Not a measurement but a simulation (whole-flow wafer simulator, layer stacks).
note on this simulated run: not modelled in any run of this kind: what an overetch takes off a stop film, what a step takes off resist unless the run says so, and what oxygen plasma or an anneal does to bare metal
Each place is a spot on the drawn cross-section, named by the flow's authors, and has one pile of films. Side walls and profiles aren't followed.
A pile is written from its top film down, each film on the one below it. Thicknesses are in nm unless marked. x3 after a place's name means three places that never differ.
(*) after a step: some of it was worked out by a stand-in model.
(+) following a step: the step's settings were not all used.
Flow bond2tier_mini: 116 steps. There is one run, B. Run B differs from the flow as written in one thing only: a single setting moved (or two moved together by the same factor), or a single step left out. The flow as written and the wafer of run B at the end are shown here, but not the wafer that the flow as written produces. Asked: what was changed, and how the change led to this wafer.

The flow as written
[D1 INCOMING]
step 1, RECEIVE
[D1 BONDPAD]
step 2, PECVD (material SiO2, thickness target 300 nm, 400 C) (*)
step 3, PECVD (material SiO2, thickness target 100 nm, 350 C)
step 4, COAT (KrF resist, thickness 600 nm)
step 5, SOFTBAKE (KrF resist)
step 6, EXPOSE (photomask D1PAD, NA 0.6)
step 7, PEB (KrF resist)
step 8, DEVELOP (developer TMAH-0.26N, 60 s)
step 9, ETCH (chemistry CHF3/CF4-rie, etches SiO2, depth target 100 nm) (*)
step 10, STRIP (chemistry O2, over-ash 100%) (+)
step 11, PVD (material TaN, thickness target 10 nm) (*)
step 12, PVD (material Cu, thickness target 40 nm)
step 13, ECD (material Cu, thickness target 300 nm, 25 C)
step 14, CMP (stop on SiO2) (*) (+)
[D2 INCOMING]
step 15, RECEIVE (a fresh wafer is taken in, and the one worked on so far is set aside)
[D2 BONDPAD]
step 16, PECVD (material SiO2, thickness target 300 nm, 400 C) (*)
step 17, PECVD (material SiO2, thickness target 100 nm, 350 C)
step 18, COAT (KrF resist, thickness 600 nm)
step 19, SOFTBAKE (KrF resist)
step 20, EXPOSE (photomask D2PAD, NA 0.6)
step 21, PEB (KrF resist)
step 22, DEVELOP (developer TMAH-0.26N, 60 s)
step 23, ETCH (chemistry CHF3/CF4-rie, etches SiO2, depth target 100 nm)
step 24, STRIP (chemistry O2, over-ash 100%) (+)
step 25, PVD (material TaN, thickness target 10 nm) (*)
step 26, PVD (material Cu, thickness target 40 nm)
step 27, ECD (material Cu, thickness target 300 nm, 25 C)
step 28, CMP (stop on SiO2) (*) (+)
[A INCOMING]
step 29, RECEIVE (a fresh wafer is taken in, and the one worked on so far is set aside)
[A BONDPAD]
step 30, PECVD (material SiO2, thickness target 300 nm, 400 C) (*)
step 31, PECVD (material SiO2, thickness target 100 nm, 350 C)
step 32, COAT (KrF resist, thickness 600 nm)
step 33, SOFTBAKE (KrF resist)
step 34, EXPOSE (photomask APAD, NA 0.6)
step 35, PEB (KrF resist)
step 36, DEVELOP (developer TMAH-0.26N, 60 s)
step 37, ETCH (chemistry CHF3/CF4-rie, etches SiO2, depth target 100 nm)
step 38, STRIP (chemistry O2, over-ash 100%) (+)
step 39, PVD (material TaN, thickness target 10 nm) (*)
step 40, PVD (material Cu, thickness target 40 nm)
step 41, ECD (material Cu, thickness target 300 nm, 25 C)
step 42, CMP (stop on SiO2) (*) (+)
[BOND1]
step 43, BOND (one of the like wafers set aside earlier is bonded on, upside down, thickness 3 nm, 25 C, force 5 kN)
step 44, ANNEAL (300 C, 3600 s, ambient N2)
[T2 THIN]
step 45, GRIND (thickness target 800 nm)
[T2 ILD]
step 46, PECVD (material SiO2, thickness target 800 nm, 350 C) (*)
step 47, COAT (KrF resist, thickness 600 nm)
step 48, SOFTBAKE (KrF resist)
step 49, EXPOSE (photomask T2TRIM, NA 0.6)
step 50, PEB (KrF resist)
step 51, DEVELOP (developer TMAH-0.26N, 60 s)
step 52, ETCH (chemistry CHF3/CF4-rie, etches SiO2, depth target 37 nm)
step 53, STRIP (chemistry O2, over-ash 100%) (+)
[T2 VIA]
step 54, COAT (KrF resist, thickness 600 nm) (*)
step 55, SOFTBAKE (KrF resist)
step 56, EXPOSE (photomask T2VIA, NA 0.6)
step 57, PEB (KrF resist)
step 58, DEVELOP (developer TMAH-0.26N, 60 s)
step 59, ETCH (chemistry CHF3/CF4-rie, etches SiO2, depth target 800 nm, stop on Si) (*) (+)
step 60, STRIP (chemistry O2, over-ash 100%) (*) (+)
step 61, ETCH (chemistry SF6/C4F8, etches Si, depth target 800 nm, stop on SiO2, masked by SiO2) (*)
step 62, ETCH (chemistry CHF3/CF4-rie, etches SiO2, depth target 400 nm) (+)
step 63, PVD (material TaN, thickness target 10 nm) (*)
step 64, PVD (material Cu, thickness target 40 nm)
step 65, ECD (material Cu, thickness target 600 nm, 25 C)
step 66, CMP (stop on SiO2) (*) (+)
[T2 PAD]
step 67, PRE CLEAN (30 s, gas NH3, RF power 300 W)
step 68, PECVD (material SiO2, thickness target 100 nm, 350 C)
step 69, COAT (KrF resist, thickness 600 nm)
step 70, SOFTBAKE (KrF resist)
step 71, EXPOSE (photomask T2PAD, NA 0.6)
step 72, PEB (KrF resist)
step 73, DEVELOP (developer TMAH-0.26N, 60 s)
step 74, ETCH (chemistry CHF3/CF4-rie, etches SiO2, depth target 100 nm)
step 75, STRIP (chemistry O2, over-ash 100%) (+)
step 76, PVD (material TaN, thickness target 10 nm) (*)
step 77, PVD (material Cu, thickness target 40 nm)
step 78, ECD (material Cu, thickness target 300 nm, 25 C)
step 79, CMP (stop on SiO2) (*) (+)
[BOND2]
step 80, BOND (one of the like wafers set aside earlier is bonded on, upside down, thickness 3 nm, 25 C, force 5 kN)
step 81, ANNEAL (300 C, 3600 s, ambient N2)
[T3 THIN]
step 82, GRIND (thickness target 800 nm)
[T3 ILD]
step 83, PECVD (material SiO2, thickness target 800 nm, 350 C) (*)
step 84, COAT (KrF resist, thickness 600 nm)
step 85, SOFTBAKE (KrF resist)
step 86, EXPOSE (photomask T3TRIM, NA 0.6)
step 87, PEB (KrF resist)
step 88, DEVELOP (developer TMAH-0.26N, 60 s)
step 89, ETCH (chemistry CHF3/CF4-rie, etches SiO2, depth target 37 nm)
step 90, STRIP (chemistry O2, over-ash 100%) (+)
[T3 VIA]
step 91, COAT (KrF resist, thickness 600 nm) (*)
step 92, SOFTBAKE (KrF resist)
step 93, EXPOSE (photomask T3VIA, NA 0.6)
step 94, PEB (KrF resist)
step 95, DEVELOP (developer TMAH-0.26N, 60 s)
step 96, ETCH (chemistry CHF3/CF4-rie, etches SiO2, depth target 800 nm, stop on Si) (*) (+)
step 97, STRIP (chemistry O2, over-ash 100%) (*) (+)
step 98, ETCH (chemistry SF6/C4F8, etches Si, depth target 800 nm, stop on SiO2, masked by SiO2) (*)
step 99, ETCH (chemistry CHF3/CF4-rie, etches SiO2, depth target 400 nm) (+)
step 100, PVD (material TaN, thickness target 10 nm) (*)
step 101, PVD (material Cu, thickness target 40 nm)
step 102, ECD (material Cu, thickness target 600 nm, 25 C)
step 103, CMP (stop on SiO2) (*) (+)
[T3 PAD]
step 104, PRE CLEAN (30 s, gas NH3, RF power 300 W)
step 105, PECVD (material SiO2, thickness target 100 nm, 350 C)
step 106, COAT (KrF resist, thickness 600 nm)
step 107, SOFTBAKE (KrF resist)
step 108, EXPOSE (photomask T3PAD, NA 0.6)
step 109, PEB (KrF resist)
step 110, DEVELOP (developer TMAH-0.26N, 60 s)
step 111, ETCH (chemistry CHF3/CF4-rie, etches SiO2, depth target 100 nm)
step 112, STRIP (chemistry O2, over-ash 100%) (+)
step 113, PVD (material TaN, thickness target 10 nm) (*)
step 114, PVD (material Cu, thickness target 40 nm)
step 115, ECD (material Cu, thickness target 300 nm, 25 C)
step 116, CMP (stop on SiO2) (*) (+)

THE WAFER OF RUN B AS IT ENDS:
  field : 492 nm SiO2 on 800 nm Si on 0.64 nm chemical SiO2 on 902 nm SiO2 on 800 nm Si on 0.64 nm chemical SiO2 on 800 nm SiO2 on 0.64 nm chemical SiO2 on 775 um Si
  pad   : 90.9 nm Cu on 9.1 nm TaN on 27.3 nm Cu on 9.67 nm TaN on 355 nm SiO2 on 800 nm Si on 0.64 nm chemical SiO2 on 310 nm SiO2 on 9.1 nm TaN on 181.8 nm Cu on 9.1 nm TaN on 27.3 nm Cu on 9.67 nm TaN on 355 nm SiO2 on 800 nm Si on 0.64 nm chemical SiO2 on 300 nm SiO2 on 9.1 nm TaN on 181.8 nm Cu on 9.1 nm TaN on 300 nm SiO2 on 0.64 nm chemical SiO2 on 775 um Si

What caused this: step 17, PECVD: thickness target 110 nm was run, whereas the flow has thickness target 100 nm; step 18, COAT: thickness 660 nm was run, where the flow has thickness 600 nm.

Step by step, how the change led to this:
  step 17, PECVD (material SiO2, thickness target 100 nm, 350 C)
      field, pad, via: SiO2 gains 110 (as written it would have been: SiO2 gains 100)
  step 18, COAT (KrF resist, thickness 600 nm)
      field, pad, via: KrF resist gains 660 (new film) (as written it would have been: KrF resist gains 600 (new film))
  step 22, DEVELOP (developer TMAH-0.26N, 60 s)
      pad, via: KrF resist loses 660 (all of it) (as written it would have been: KrF resist loses 600 (all of it))
  step 24, STRIP (chemistry O2, over-ash 100%) (+)
      field: KrF resist loses 612.9 (all of it) (as written it would have been: KrF resist loses 552.9 (all of it))
  step 80, BOND (one of the like wafers set aside earlier is bonded on, upside down, thickness 3 nm, 25 C, force 5 kN)
      field: Si gains 775 um (new film), chemical SiO2 gains 0.64 (new film), SiO2 gains 410 (as written it would have been: Si gains 775 um (new film), chemical SiO2 gains 0.64 (new film), SiO2 gains 400)
      pad: Si gains 775 um (new film), chemical SiO2 gains 0.64 (new film), SiO2 gains 310 (new film), TaN gains 9.1 (new film), Cu gains 90.9 (as written it would have been: Si gains 775 um (new film), chemical SiO2 gains 0.64 (new film), SiO2 gains 300 (new film), TaN gains 9.1 (new film), Cu gains 90.9)
